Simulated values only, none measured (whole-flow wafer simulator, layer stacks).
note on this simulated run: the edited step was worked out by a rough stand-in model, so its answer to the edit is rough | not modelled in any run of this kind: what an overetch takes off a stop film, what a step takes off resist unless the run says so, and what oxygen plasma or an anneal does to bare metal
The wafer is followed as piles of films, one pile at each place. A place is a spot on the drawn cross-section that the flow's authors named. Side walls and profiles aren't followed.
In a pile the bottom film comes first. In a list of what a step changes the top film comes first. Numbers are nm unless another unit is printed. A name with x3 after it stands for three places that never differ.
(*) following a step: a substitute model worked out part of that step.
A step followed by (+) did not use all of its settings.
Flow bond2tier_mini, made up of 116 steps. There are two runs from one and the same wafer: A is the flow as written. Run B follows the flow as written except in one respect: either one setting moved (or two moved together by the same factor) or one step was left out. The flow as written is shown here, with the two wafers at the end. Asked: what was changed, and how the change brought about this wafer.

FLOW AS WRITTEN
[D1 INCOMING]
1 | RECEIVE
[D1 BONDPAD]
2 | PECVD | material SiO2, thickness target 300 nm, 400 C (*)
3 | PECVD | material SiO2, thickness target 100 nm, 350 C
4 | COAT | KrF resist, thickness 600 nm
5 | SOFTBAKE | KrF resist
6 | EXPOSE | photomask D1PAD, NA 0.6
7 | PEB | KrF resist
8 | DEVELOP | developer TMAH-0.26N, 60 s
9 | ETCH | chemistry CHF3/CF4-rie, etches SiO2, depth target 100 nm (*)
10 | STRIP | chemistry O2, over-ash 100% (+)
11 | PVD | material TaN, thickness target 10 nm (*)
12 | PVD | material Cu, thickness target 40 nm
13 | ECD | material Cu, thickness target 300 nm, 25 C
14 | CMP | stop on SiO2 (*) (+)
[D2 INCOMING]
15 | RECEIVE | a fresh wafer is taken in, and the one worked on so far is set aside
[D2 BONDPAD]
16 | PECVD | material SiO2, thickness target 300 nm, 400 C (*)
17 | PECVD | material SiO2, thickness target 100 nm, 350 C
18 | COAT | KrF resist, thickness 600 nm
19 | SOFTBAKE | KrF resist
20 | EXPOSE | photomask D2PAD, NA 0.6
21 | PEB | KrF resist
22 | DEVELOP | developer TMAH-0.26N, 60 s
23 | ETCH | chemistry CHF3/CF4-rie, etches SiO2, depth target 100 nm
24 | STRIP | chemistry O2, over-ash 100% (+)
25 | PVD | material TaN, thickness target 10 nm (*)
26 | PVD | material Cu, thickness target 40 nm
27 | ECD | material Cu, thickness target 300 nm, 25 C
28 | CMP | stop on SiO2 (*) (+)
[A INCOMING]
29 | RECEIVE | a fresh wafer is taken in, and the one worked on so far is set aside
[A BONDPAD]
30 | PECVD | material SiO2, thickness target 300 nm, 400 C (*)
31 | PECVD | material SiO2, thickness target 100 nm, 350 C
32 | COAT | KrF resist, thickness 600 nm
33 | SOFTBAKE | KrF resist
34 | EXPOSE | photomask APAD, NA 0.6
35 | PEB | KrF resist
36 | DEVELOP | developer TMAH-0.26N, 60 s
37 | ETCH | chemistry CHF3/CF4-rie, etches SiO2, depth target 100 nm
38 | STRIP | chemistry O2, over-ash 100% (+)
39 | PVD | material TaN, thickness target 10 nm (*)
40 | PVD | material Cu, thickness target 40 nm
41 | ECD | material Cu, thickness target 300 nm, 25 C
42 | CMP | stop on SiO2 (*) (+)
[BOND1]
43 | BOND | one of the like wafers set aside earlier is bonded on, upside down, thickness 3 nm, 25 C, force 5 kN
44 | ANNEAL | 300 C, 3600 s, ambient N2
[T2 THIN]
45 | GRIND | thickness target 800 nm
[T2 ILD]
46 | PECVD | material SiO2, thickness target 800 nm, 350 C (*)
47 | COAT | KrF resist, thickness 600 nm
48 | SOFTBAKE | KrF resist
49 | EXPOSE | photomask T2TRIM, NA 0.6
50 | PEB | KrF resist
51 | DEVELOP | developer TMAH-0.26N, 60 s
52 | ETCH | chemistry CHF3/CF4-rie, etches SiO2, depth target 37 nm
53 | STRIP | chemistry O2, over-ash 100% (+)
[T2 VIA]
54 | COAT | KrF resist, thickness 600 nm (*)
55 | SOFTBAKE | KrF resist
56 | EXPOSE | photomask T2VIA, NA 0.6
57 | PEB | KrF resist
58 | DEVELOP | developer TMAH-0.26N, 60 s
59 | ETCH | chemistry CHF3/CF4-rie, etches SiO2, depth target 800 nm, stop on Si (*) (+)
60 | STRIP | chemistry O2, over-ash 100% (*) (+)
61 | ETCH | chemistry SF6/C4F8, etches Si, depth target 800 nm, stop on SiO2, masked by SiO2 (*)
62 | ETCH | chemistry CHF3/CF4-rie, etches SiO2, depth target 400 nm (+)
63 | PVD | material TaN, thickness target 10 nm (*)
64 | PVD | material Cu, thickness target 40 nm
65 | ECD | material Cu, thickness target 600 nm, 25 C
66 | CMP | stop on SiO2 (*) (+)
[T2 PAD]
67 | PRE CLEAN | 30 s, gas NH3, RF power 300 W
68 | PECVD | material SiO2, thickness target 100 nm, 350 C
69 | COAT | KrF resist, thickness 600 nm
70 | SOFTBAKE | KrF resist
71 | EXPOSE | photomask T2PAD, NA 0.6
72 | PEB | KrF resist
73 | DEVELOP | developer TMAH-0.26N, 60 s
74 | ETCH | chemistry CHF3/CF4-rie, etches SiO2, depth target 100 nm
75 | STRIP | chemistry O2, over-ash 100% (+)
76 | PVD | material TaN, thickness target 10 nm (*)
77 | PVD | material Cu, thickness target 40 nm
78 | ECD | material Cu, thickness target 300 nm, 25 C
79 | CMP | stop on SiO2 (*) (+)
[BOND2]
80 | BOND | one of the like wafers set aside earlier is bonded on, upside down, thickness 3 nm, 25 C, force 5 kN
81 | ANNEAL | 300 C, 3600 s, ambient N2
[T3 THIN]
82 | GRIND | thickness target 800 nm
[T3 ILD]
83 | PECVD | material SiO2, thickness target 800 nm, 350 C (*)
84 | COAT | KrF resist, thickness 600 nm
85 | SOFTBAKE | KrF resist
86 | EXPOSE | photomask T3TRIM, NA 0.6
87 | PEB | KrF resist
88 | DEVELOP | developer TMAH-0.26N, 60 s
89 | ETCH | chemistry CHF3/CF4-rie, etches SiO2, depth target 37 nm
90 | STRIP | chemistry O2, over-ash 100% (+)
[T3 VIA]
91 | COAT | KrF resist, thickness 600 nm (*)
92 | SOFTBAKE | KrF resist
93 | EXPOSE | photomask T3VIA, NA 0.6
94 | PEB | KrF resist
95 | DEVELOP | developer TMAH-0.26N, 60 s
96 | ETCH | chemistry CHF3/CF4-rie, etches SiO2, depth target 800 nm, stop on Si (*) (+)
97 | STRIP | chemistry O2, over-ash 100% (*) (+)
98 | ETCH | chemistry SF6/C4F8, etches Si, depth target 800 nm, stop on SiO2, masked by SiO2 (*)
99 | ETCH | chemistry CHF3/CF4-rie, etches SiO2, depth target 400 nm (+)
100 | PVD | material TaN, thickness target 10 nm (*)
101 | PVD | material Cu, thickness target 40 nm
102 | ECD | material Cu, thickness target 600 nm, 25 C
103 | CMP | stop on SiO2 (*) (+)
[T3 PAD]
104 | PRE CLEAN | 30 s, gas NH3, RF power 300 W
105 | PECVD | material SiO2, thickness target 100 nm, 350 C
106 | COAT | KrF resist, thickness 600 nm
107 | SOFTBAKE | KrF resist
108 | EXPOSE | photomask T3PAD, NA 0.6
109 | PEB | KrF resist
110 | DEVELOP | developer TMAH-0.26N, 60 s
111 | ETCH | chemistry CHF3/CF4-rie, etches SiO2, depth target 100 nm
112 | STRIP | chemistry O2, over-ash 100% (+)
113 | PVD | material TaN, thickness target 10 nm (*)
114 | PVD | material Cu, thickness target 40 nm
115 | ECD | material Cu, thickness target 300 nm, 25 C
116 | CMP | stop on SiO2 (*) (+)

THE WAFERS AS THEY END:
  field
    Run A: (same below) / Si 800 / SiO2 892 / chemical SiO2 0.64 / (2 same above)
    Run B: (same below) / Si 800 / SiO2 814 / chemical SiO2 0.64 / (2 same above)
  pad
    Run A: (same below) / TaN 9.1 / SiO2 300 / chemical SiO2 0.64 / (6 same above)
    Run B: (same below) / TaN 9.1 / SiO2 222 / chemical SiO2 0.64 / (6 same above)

Cause: step 16, PECVD: thickness target 222 nm was run, whereas the flow has thickness target 300 nm.
The wafer lets one read it off: pad has SiO2 222, and step 16 as written asks for 300 nm.

The path from the change to this, step by step:
  16 | PECVD | material SiO2, thickness target 300 nm, 400 C (*)
      field, pad, via: A SiO2 gains 300 (new film) | B SiO2 gains 222 (new film)
  80 | BOND | one of the like wafers set aside earlier is bonded on, upside down, thickness 3 nm, 25 C, force 5 kN
      field: A Si gains 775 um (new film), chemical SiO2 gains 0.64 (new film), SiO2 gains 400 | B Si gains 775 um (new film), chemical SiO2 gains 0.64 (new film), SiO2 gains 322
      pad: A Si gains 775 um (new film), chemical SiO2 gains 0.64 (new film), SiO2 gains 300 (new film), TaN gains 9.1 (new film), Cu gains 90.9 | B Si gains 775 um (new film), chemical SiO2 gains 0.64 (new film), SiO2 gains 222 (new film), TaN gains 9.1 (new film), Cu gains 90.9
